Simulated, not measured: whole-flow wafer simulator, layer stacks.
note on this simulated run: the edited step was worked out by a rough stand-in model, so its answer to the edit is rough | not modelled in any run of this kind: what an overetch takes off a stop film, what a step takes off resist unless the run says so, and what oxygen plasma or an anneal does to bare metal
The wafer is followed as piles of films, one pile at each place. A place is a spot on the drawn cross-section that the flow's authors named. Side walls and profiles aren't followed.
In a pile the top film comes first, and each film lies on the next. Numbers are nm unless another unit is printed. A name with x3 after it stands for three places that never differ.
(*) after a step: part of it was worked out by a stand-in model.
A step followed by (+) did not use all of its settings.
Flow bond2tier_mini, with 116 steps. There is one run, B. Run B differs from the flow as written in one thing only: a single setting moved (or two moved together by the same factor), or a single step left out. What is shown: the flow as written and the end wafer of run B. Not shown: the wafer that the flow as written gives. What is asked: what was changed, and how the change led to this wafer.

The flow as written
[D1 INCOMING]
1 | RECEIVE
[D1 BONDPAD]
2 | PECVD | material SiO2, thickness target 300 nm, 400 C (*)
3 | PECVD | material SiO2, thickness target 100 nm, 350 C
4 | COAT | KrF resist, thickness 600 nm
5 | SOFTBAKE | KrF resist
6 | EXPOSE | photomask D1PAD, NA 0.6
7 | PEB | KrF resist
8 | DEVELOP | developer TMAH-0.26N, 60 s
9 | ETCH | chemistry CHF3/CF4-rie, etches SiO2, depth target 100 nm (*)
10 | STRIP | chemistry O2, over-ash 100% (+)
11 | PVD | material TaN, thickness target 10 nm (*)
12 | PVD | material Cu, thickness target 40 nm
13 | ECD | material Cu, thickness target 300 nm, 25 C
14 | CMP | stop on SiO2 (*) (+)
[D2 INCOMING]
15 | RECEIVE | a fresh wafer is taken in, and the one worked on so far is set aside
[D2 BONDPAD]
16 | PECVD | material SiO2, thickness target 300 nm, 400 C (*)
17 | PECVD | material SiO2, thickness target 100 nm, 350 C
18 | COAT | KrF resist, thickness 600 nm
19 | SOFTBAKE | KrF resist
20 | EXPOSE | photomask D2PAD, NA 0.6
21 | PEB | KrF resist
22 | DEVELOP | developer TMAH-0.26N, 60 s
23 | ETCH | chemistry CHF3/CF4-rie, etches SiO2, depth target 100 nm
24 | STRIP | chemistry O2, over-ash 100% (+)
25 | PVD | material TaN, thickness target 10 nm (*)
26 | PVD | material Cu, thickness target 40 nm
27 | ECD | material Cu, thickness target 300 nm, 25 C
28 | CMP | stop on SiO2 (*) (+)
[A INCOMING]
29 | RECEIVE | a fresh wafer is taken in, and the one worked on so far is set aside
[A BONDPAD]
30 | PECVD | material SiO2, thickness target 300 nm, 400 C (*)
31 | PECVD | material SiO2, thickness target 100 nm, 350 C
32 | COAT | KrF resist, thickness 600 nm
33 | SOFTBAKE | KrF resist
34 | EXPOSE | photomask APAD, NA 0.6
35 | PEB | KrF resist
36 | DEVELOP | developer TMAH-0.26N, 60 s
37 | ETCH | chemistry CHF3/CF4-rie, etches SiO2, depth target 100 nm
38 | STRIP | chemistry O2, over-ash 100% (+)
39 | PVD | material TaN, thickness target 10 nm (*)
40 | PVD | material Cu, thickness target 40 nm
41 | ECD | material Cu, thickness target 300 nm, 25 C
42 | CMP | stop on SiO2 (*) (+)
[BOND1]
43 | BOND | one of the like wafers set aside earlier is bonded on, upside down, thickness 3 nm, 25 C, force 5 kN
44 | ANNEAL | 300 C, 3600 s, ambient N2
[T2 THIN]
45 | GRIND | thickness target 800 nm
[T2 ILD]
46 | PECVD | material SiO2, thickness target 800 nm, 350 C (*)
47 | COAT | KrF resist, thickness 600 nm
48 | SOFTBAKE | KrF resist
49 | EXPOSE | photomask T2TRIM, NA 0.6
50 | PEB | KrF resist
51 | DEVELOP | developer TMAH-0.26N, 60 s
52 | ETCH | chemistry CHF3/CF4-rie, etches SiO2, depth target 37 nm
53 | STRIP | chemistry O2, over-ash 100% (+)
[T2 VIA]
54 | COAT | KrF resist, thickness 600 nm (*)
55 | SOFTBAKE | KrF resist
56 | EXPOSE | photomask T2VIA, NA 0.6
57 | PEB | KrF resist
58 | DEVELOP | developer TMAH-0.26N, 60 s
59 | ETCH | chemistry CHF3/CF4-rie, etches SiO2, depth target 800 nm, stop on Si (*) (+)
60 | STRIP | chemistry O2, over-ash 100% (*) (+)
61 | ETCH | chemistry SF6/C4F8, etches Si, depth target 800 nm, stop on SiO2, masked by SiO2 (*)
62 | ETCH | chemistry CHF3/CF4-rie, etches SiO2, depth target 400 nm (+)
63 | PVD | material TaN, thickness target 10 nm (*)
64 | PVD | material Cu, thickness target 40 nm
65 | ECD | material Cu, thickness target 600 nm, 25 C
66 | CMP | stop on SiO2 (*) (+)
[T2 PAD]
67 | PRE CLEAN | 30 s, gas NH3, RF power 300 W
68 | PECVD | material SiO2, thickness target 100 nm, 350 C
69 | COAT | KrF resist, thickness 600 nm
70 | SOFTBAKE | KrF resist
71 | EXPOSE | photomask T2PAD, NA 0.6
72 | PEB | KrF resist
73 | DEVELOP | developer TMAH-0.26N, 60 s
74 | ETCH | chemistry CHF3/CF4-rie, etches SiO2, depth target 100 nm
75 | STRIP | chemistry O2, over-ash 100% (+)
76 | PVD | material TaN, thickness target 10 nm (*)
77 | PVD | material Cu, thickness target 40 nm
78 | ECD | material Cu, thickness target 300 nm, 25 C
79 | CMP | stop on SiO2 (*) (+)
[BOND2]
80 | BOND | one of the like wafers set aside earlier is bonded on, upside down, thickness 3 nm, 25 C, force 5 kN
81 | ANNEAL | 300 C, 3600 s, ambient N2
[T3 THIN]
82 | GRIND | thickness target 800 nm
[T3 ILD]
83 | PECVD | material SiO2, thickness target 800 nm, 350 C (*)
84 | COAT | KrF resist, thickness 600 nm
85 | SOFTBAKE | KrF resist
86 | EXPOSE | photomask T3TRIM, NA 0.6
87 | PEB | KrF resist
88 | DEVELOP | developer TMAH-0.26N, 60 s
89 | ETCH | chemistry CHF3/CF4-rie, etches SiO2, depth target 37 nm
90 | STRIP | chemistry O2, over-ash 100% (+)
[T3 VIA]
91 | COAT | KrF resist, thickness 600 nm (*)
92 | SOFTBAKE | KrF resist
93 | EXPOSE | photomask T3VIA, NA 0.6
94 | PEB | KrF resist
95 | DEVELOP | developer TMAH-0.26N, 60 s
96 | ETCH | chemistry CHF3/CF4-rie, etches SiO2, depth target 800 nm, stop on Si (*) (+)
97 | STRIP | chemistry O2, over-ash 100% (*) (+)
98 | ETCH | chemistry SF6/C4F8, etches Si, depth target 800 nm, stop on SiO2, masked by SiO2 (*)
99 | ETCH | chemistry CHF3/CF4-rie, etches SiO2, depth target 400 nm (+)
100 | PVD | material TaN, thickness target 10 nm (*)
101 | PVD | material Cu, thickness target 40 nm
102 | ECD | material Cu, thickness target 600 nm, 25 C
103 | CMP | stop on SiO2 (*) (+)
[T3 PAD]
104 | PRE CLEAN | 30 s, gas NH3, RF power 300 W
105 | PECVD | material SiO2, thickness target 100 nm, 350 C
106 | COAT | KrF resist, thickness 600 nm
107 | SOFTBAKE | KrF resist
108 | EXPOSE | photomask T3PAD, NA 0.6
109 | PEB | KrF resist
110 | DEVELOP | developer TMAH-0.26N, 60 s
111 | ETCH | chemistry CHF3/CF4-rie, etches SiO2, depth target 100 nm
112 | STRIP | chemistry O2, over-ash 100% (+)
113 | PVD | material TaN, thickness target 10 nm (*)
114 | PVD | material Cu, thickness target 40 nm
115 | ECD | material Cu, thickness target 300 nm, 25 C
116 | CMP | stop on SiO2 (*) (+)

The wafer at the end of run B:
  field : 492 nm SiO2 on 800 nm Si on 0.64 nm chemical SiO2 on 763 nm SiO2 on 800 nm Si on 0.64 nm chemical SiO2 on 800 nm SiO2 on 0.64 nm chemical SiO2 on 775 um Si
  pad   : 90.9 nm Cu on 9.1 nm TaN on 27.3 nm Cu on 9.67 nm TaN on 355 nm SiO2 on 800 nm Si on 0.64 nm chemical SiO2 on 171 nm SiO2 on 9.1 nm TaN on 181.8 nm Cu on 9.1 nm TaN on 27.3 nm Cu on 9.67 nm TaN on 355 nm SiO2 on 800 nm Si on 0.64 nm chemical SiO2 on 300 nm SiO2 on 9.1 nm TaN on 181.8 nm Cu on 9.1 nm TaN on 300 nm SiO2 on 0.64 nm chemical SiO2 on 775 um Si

What caused this: step 16, PECVD: thickness target 171 nm was run, while the flow as written has thickness target 300 nm.
The wafer itself shows it: pad has SiO2 171, and step 16 as written asks for 300 nm.

Step by step, how the change led to this:
  16 | PECVD | material SiO2, thickness target 300 nm, 400 C (*)
      field, pad, via: +171 SiO2 (new film) (it would be, as written: +300 SiO2 (new film))
  80 | BOND | one of the like wafers set aside earlier is bonded on, upside down, thickness 3 nm, 25 C, force 5 kN
      field: +775 um Si (new film), +0.64 chemical SiO2 (new film), +271 SiO2 (it would be, as written: +775 um Si (new film), +0.64 chemical SiO2 (new film), +400 SiO2)
      pad: +775 um Si (new film), +0.64 chemical SiO2 (new film), +171 SiO2 (new film), +9.1 TaN (new film), +90.9 Cu (it would be, as written: +775 um Si (new film), +0.64 chemical SiO2 (new film), +300 SiO2 (new film), +9.1 TaN (new film), +90.9 Cu)
